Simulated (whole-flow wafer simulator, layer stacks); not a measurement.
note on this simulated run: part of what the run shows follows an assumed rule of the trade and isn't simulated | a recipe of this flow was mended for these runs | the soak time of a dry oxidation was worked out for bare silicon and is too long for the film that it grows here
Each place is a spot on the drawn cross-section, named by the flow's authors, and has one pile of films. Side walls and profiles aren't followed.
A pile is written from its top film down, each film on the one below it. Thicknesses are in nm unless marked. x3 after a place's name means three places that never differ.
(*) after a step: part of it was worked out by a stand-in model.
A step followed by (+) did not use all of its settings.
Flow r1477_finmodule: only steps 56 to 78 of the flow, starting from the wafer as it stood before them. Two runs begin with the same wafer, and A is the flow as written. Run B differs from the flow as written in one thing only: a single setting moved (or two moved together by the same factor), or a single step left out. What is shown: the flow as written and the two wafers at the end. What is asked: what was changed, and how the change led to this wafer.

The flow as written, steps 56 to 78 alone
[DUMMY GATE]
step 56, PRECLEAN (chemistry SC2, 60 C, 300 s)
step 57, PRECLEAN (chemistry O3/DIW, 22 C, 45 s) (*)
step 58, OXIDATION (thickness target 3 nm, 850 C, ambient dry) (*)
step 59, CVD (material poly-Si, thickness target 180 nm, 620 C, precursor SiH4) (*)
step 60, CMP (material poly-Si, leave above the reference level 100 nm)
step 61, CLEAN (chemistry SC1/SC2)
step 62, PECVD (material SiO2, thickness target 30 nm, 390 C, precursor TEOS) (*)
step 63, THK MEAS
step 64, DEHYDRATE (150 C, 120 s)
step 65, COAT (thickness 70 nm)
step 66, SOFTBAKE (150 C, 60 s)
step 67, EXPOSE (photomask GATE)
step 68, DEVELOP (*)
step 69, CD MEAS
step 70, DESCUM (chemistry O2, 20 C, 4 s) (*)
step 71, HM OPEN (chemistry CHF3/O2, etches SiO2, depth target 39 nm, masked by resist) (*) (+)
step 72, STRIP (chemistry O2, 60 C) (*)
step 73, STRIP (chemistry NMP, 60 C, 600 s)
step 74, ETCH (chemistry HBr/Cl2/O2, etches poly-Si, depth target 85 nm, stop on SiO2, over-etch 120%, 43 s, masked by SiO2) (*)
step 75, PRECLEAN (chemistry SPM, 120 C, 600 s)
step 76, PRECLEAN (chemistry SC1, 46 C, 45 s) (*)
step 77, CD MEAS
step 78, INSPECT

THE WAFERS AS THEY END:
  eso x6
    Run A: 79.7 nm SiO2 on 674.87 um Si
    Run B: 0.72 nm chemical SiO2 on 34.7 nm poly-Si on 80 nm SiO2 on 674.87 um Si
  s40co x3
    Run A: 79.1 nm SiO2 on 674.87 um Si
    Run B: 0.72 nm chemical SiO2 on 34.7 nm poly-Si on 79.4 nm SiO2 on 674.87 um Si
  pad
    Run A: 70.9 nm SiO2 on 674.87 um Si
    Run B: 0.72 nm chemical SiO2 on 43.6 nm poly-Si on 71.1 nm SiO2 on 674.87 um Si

The reason: step 62, PECVD: thickness target 42.8 nm was run, while the flow as written has thickness target 30 nm.

Step by step, how the change led to this:
  step 62, PECVD (material SiO2, thickness target 30 nm, 390 C, precursor TEOS) (*)
      pad, padg, elg x7 and 27 more: A +30 SiO2 (new film) | B +42.8 SiO2 (new film)
  step 71, HM OPEN (chemistry CHF3/O2, etches SiO2, depth target 39 nm, masked by resist) (*) (+)
      pad, elo x7, eso x6, e200so, s40co x3: A -30 SiO2 (all of it), -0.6 chemical SiO2 (all of it), -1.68 poly-Si | B -39 SiO2
  step 72, STRIP (chemistry O2, 60 C) (*)
      pad, elo x7, eso x6, e200so, s40co x3: A +1.12 chemical SiO2 (new film), -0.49 poly-Si | B nothing
  step 74, ETCH (chemistry HBr/Cl2/O2, etches poly-Si, depth target 85 nm, stop on SiO2, over-etch 120%, 43 s, masked by SiO2) (*)
      eso x6, e200so, s40co x3: A -1.12 chemical SiO2 (all of it), -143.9 poly-Si (all of it), -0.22 SiO2 | B -3.8 SiO2 (all of it), -0.6 chemical SiO2 (all of it), -111 poly-Si
      elo x7: A -1.12 chemical SiO2 (all of it), -97.6 poly-Si (all of it), -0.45 SiO2 | B -3.8 SiO2 (all of it), -0.6 chemical SiO2 (all of it), -99.7 poly-Si (all of it), -0.06 SiO2
      (as well as at 1 more place)
  step 75, PRECLEAN (chemistry SPM, 120 C, 600 s)
      pad, eso x6, e200so, s40co x3: A nothing | B +0.8 chemical SiO2 (new film), -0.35 poly-Si
